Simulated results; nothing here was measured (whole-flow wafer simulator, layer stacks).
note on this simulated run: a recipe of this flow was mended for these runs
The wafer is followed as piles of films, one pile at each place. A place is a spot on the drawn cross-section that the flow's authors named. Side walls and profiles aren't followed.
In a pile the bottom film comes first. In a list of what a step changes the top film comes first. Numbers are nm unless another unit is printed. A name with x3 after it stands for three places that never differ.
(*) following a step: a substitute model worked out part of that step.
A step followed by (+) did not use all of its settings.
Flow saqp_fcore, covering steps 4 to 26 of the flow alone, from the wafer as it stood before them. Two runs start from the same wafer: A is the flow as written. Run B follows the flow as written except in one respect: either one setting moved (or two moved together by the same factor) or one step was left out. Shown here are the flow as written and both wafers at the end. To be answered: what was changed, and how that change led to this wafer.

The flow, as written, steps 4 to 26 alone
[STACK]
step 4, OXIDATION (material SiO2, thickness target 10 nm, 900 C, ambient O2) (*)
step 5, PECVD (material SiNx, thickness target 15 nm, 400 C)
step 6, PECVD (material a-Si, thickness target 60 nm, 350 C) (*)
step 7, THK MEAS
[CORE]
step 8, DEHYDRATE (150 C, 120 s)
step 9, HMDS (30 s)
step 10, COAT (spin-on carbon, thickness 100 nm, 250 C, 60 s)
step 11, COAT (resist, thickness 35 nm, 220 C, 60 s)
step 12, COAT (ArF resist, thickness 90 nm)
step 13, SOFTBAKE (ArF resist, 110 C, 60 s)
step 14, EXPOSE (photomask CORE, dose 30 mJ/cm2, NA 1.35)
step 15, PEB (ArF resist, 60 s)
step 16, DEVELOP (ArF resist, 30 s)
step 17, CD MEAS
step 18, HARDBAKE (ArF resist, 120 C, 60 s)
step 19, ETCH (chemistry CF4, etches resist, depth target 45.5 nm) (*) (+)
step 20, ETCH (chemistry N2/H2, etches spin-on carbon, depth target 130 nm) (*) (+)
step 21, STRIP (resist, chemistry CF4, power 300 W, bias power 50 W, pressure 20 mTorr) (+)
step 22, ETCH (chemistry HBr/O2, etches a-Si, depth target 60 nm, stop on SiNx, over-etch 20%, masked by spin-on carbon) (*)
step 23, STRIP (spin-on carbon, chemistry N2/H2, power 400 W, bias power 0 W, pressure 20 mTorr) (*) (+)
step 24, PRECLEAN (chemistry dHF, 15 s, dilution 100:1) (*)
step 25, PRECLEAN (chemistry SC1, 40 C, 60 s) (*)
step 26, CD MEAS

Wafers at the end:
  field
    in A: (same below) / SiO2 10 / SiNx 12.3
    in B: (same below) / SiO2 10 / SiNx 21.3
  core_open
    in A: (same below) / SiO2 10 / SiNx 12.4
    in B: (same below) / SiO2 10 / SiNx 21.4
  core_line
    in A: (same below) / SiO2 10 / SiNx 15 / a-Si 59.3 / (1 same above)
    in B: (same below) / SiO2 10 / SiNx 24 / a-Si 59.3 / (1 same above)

What caused this: step 5, PECVD: thickness target 24 nm was run, while the flow as written has thickness target 15 nm.
The wafer lets one read it off: core_line has SiNx 24, and step 5 as written asks for 15 nm.

Step by step, how the change led to this:
  step 5, PECVD (material SiNx, thickness target 15 nm, 400 C)
      field, core_open, core_line: A +15 SiNx (new film) | B +24 SiNx (new film)
